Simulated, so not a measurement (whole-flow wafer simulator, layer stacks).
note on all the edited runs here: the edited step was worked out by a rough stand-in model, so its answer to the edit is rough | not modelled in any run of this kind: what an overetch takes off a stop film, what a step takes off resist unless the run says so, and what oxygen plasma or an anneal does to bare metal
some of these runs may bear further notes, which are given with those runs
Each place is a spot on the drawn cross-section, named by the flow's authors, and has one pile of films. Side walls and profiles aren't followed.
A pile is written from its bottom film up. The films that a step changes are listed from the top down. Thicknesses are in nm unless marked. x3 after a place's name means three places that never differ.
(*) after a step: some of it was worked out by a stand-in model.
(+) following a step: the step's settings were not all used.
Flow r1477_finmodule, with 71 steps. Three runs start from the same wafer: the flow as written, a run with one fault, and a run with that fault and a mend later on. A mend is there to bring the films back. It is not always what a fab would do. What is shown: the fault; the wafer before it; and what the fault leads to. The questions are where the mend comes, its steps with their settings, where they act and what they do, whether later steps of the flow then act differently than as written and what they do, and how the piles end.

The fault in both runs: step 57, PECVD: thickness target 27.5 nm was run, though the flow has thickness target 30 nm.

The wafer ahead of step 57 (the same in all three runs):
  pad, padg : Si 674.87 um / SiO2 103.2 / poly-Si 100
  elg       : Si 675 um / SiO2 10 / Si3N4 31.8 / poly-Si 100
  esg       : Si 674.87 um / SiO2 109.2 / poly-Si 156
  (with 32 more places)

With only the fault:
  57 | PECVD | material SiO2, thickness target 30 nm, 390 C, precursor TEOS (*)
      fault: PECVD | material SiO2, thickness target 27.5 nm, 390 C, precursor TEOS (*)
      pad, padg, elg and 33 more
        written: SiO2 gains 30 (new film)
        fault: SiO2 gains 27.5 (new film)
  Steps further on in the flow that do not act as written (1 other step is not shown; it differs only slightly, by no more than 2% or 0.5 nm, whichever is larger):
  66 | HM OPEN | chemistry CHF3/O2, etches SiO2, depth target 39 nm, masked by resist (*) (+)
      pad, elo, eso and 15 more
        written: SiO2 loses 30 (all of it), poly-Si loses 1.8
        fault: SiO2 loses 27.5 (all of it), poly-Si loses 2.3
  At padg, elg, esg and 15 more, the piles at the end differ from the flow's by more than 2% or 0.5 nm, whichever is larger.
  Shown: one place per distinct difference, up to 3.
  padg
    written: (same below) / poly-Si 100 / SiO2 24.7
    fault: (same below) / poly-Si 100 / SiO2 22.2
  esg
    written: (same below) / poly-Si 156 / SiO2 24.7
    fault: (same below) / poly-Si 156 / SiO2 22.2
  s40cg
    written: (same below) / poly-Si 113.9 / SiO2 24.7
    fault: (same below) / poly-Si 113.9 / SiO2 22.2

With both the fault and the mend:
  The mend stands after step 58.
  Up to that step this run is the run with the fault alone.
  58a | PECVD | material SiO2, thickness target 2.5 nm, 390 C, precursor TEOS (*) (the flow's step 57, run once more with other settings)
      pad, padg, elg and 33 more
        SiO2 gains 2.5
  Every later step of the flow that is run acts as written, at every place that is followed, to within 2% or 0.5 nm, whichever is larger.
  At every place that both follow, the piles at the end match the flow's.
